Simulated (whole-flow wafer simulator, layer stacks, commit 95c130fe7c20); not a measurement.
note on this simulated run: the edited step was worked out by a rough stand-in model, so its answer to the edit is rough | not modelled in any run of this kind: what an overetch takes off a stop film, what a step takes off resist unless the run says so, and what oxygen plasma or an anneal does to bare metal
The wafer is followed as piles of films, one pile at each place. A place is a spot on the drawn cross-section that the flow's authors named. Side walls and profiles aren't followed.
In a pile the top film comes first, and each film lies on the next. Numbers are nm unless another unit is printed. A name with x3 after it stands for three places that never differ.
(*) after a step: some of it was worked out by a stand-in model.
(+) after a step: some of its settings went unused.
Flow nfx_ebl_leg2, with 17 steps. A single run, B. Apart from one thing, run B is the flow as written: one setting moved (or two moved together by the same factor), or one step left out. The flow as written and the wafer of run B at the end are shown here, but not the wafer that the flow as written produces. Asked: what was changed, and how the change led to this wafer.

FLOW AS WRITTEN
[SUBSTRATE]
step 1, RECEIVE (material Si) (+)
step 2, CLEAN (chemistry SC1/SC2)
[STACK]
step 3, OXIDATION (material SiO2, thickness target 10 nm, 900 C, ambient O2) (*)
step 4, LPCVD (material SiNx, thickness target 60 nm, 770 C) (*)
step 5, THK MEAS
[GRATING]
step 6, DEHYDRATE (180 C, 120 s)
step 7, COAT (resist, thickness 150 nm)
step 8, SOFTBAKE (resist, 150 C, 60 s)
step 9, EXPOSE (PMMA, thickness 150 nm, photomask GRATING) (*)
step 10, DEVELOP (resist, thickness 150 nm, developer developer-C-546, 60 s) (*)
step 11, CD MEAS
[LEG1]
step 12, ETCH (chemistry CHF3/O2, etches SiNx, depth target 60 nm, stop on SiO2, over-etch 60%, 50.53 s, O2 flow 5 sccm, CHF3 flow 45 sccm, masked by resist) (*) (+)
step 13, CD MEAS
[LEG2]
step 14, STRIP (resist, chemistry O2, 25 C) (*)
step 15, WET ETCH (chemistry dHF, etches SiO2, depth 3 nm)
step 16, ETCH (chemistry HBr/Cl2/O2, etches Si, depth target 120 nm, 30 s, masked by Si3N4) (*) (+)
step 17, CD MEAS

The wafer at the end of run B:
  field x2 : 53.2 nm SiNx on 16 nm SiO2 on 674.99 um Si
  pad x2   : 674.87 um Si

Cause: step 3, OXIDATION: thickness target 16 nm was run, whereas the flow has thickness target 10 nm.
One can read it off the wafer: field x2 has SiO2 16, and step 3 as written asks for 10 nm.

The path from the change to this, step by step:
  step 3, OXIDATION (material SiO2, thickness target 10 nm, 900 C, ambient O2) (*)
      field x2, pad x2: SiO2 gains 16 (new film), chemical SiO2 loses 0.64 (all of it), Si loses 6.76 (in the flow as written it would be: SiO2 gains 10 (new film), chemical SiO2 loses 0.64 (all of it), Si loses 4.12)
  step 12, ETCH (chemistry CHF3/O2, etches SiNx, depth target 60 nm, stop on SiO2, over-etch 60%, 50.53 s, O2 flow 5 sccm, CHF3 flow 45 sccm, masked by resist) (*) (+)
      pad x2: SiNx loses 60 (all of it), SiO2 loses 16 (all of it) (in the flow as written it would be: SiNx loses 60 (all of it), SiO2 loses 10 (all of it))
